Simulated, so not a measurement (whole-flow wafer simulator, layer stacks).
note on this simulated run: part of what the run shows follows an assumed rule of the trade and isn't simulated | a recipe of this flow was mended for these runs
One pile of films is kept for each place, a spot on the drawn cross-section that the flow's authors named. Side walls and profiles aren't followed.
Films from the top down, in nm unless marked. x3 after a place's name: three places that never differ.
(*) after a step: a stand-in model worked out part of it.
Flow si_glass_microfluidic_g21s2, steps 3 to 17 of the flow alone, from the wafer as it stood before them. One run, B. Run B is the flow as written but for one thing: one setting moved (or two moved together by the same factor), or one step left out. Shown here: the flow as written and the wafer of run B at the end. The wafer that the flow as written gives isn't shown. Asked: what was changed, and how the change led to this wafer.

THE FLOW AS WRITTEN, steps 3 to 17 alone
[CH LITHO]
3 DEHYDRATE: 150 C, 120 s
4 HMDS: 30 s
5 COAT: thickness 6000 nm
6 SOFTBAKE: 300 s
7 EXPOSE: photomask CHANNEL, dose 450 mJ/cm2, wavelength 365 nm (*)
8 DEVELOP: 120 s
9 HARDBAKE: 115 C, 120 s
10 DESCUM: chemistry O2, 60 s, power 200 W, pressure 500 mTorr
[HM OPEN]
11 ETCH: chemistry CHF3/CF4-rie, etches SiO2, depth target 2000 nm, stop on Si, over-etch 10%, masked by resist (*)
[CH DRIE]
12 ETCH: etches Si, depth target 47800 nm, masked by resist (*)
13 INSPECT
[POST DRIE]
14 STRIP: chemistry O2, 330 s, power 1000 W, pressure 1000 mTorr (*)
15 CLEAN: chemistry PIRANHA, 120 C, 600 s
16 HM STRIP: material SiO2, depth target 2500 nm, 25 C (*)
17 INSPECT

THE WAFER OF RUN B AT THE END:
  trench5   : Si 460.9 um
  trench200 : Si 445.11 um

The cause: step 5, COAT: thickness 5550 nm was run, where the flow has thickness 6000 nm.

How the change led to this, step by step:
  5 COAT: thickness 6000 nm
      land, trench20, trench5, trench200: thick-i-line-resist +5550 (new film) (as written it would be: thick-i-line-resist +6000 (new film))
  8 DEVELOP: 120 s
      trench20, trench5, trench200: thick-i-line-resist -5550 (all of it) (as written it would be: thick-i-line-resist -6000 (all of it))
  9 HARDBAKE: 115 C, 120 s
      land: thick-i-line-resist -30 (as written it would be: thick-i-line-resist -33.5)
  12 ETCH: etches Si, depth target 47800 nm, masked by resist (*)
      trench5: Si -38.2 um (as written it would be: Si -38.09 um)
      trench200: Si -53.99 um (as written it would be: Si -54.08 um)
  14 STRIP: chemistry O2, 330 s, power 1000 W, pressure 1000 mTorr (*)
      land: thick-i-line-resist -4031 (all of it) (as written it would be: thick-i-line-resist -4476.3 (all of it))
